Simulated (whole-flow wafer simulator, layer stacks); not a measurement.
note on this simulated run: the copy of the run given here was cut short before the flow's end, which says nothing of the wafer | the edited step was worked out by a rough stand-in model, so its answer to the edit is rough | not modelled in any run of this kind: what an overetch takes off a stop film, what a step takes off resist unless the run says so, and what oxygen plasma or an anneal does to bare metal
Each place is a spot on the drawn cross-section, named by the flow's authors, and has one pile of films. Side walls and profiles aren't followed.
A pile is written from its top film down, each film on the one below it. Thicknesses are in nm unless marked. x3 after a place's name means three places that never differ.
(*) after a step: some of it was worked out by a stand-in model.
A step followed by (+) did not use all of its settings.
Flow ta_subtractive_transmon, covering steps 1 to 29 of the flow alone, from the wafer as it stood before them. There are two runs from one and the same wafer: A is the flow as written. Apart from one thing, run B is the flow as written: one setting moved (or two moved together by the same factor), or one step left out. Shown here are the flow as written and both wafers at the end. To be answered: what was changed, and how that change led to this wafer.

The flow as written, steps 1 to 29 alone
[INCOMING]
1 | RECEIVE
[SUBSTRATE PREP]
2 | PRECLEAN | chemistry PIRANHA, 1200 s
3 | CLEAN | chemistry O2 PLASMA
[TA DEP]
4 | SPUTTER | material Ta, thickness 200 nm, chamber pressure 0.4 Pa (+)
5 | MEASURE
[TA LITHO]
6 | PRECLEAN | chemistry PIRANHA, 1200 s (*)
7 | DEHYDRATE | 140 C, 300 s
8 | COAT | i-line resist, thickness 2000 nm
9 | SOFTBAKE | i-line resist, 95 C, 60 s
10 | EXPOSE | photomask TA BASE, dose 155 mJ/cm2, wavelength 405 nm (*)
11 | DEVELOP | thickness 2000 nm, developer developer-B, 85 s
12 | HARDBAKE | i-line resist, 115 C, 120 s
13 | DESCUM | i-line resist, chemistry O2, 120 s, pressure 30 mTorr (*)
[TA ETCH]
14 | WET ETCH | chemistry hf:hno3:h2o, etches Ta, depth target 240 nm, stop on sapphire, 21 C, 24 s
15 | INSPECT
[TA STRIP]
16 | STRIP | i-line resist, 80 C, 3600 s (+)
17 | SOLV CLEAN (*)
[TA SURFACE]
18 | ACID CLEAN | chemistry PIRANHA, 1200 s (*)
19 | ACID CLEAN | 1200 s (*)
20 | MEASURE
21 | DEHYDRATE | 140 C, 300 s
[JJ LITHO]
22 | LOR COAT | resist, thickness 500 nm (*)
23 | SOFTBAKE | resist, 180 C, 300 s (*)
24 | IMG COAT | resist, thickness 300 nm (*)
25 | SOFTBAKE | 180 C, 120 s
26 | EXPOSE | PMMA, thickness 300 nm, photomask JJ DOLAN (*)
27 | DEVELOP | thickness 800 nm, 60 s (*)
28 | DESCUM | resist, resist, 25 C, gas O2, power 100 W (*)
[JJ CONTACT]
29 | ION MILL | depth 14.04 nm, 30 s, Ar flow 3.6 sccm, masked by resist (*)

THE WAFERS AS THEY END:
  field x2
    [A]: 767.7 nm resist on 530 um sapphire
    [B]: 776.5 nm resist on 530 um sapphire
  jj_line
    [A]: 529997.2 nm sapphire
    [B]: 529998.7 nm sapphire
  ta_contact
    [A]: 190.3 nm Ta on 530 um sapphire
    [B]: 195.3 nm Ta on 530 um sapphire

The reason: step 29, ION MILL: depth 6.667 nm was run, though the flow has depth 14.04 nm; step 29, ION MILL: 14.2 s was run, where the flow has 30 s.

The path from the change to this, step by step:
  29 | ION MILL | depth 14.04 nm, 30 s, Ar flow 3.6 sccm, masked by resist (*)
      field x2, ta_pad: A -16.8 resist | B -7.95 resist
      jj_line, lead: A -2.8 sapphire | B -1.32 sapphire
      (as well as at 1 more place)
